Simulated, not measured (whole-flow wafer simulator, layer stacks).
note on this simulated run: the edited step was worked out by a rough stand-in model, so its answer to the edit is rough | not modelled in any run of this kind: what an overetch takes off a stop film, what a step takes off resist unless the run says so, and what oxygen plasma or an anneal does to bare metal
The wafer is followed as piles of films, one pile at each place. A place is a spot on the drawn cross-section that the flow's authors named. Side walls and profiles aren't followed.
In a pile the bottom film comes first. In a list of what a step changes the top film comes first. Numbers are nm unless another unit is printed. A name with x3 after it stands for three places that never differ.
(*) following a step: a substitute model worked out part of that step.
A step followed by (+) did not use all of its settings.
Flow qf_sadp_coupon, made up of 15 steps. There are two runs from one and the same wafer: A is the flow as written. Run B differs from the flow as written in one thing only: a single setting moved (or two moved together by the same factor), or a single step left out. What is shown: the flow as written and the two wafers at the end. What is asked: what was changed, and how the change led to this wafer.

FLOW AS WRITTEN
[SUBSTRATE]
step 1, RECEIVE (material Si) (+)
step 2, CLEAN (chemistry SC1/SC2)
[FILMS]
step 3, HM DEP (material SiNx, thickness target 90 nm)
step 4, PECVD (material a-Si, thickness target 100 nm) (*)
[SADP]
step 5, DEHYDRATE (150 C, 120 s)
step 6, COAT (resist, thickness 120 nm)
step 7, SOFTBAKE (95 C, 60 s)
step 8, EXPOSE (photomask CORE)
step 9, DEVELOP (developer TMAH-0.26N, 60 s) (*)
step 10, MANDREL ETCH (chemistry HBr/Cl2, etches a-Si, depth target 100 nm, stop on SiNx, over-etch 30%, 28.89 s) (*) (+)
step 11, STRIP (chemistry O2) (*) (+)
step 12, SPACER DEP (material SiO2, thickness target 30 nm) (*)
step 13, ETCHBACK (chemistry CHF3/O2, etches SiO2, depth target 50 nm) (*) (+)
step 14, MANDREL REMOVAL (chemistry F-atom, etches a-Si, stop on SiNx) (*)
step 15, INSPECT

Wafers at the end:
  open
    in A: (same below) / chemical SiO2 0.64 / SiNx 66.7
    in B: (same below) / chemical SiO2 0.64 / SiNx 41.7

The reason: step 13, ETCHBACK: depth target 76.2 nm was run, while the flow as written has depth target 50 nm.

Step by step, how the change led to this:
  step 13, ETCHBACK (chemistry CHF3/O2, etches SiO2, depth target 50 nm) (*) (+)
      m: A -30 SiO2 (all of it), -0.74 chemical SiO2 (all of it), -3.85 a-Si | B -30 SiO2 (all of it), -0.74 chemical SiO2 (all of it), -9.09 a-Si
      open: A -30 SiO2 (all of it), -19 SiNx | B -30 SiO2 (all of it), -44 SiNx
  step 14, MANDREL REMOVAL (chemistry F-atom, etches a-Si, stop on SiNx) (*)
      m: A -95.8 a-Si (all of it) | B -90.6 a-Si (all of it)
